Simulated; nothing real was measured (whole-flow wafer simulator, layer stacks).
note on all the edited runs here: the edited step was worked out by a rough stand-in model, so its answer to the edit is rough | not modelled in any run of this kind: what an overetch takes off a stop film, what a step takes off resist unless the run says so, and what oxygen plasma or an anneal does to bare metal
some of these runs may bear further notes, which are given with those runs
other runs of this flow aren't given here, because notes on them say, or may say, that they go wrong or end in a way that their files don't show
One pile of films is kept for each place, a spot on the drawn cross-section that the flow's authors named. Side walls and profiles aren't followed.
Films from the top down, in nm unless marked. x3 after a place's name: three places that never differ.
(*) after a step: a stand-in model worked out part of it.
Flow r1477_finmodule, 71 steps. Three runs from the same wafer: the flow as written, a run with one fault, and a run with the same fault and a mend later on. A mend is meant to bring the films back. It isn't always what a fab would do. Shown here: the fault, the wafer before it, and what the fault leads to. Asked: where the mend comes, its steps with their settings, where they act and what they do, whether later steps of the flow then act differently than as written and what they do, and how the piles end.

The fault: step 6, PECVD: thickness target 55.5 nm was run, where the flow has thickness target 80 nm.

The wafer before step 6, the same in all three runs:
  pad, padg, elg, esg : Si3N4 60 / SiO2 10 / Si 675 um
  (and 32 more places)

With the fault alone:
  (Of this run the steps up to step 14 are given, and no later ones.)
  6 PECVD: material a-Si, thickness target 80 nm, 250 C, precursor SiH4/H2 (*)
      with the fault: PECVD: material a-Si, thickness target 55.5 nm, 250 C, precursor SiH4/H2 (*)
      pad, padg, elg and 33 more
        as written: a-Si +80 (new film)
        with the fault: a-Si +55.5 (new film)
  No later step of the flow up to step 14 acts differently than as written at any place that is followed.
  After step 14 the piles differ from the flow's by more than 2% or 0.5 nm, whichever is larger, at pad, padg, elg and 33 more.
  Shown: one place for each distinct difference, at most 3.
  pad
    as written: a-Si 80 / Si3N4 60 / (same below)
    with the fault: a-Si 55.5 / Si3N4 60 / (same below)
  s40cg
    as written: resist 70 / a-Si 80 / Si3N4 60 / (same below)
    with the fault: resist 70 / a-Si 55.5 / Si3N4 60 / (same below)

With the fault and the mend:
  The mend comes after step 7.
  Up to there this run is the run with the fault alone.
  7a ETCH: chemistry tmah, depth target 63.82 nm
      pad, padg, elg and 33 more
        a-Si -55.5 (all of it)
  7b PECVD: material a-Si, thickness target 80 nm, 250 C, precursor SiH4/H2 (*) (the flow's step 6 once more)
      pad, padg, elg and 33 more
        a-Si +80 (new film)
  No later step of the flow acts differently than as written at any place that is followed.
  At the end the piles are the same as the flow's at every place that both follow.
